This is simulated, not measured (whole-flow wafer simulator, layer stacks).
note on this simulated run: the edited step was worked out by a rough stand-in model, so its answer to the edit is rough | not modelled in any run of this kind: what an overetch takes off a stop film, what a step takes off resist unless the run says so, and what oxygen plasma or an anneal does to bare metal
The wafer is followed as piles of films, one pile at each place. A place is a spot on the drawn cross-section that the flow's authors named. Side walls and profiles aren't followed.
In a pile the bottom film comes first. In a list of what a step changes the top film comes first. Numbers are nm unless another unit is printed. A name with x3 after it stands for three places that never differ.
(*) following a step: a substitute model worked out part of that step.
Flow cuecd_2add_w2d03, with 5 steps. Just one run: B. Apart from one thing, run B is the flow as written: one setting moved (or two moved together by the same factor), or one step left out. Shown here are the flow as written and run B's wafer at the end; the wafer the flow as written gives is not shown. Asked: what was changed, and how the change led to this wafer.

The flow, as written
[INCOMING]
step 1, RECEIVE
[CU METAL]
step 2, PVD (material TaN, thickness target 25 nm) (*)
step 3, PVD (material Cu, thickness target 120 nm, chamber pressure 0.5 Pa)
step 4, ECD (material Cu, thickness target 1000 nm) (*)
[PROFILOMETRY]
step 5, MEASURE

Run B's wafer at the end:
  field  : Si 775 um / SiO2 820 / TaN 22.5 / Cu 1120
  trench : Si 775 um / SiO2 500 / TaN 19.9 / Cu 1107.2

Cause: step 2, PVD: thickness target 22.5 nm was run, while the flow as written has thickness target 25 nm.
One can read it off the wafer: field has TaN 22.5, and step 2 as written asks for 25 nm.

Step by step, how the change led to this:
  step 2, PVD (material TaN, thickness target 25 nm) (*)
      field: +22.5 TaN (new film) (it would be, as written: +25 TaN (new film))
      trench: +19.9 TaN (new film) (it would be, as written: +22.1 TaN (new film))
